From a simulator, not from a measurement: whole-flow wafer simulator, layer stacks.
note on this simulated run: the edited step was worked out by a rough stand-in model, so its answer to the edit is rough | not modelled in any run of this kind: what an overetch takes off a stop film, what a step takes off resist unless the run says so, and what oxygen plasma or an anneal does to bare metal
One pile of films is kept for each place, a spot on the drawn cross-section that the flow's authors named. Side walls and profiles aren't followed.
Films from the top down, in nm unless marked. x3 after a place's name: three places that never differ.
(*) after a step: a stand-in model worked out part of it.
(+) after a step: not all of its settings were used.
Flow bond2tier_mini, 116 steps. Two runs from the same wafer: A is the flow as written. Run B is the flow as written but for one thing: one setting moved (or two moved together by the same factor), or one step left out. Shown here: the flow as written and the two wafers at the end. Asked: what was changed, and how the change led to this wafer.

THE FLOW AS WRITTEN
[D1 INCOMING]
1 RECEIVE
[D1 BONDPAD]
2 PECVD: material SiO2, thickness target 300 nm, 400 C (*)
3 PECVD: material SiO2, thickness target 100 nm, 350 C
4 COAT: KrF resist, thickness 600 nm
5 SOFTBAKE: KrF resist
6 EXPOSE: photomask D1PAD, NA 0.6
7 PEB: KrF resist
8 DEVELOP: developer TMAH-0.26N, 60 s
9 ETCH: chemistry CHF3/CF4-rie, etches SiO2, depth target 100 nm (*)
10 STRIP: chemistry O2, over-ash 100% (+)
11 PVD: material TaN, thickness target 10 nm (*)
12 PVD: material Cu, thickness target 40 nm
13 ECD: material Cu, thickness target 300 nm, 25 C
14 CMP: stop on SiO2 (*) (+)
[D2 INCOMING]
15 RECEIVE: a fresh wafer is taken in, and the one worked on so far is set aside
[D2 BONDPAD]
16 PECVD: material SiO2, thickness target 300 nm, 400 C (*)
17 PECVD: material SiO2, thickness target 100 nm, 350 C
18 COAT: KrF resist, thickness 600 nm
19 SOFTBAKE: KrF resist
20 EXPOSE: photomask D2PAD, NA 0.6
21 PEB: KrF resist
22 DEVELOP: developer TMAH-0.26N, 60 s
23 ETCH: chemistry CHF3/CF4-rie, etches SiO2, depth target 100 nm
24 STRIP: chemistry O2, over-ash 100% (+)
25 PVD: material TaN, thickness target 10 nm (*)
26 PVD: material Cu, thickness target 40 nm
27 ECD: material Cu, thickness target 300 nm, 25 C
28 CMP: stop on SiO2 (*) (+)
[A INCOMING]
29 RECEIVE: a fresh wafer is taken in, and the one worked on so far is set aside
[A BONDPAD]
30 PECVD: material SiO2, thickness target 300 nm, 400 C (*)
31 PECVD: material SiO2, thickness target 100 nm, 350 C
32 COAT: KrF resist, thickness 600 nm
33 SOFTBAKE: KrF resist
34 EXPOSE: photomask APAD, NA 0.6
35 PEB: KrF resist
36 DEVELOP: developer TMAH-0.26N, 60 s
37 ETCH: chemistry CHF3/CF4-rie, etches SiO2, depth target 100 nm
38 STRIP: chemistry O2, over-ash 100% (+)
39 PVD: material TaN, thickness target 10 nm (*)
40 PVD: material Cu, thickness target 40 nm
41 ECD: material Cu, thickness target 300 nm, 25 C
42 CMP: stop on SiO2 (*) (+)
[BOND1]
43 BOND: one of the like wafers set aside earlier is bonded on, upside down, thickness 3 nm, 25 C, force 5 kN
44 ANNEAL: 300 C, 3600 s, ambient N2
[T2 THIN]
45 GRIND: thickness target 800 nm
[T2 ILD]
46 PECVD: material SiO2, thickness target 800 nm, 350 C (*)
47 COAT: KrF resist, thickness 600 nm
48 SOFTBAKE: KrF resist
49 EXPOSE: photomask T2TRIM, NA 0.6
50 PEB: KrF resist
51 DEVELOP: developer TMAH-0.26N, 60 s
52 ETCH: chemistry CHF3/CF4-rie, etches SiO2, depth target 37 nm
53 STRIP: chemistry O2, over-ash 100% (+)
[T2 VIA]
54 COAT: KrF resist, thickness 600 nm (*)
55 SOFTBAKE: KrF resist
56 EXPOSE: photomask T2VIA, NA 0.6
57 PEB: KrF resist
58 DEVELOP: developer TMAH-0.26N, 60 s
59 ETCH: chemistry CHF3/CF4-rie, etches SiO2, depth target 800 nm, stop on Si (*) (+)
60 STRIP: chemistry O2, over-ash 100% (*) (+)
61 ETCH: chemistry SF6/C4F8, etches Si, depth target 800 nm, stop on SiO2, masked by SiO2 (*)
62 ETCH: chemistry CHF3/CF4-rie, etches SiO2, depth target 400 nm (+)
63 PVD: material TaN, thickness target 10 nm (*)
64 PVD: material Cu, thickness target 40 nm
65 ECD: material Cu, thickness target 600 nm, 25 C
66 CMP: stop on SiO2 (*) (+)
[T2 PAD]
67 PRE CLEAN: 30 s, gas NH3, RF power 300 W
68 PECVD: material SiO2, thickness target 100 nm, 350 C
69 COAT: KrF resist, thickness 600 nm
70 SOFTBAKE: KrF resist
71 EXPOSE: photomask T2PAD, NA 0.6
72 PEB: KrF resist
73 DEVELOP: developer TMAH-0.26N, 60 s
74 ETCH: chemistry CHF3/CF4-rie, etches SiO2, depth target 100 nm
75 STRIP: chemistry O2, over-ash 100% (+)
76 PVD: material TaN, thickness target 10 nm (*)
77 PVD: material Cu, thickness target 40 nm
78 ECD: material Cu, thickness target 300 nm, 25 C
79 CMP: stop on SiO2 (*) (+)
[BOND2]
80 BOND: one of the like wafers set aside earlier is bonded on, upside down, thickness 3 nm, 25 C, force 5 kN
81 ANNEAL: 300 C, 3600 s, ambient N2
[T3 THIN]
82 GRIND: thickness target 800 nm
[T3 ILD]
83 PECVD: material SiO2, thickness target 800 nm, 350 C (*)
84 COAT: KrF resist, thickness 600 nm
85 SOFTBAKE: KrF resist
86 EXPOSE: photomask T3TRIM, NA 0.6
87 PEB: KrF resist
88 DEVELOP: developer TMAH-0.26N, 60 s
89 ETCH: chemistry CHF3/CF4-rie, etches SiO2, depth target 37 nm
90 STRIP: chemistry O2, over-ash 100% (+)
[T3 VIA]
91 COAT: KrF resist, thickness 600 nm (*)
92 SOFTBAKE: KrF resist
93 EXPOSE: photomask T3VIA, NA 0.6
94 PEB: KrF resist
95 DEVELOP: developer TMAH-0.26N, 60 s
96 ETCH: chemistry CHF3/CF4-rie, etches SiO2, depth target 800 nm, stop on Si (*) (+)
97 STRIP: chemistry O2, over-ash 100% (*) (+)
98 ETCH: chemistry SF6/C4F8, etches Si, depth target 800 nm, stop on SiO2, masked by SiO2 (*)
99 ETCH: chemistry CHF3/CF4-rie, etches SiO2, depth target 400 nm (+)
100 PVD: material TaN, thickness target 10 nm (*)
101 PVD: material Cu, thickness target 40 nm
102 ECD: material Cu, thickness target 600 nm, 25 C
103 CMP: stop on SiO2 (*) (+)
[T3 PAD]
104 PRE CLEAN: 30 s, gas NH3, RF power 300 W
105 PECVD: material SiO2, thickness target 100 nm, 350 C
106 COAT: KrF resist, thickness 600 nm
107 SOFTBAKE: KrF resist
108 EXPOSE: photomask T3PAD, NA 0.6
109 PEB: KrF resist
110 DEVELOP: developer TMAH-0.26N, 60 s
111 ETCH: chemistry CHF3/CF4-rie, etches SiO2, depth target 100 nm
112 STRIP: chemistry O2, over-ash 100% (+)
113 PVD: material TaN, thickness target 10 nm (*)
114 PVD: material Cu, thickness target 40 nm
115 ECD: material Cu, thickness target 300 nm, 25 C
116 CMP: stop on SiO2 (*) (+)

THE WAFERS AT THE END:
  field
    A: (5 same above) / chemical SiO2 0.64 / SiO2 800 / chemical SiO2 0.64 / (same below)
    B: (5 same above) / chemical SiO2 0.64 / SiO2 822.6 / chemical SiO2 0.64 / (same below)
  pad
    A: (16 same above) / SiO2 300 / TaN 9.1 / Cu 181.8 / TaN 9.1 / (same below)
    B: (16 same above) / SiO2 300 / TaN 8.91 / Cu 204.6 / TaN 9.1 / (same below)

The cause: step 3, PECVD: thickness target 122.6 nm was run, where the flow has thickness target 100 nm; step 9, ETCH: depth target 122.6 nm was run, where the flow has depth target 100 nm.

How the change led to this, step by step:
  3 PECVD: material SiO2, thickness target 100 nm, 350 C
      field, pad, via: A SiO2 +100 | B SiO2 +122.6
  9 ETCH: chemistry CHF3/CF4-rie, etches SiO2, depth target 100 nm (*)
      pad, via: A SiO2 -100 | B SiO2 -122.6
      field: A KrF resist -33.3 | B KrF resist -40.9
  12 PVD: material Cu, thickness target 40 nm
      pad: A Cu +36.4 (new film) | B Cu +35.6 (new film)
  13 ECD: material Cu, thickness target 300 nm, 25 C
      pad: A Cu +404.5 | B Cu +428
      via: A Cu +400.2 | B Cu +422.9
  43 BOND: one of the like wafers set aside earlier is bonded on, upside down, thickness 3 nm, 25 C, force 5 kN
      field: A Si +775 um (new film), chemical SiO2 +0.64 (new film), SiO2 +400 | B Si +775 um (new film), chemical SiO2 +0.64 (new film), SiO2 +422.6
      pad: A Si +775 um (new film), chemical SiO2 +0.64 (new film), SiO2 +300 (new film), TaN +9.1 (new film), Cu +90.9 | B Si +775 um (new film), chemical SiO2 +0.64 (new film), SiO2 +300 (new film), TaN +8.91 (new film), Cu +113.7
      (and at 1 more place)
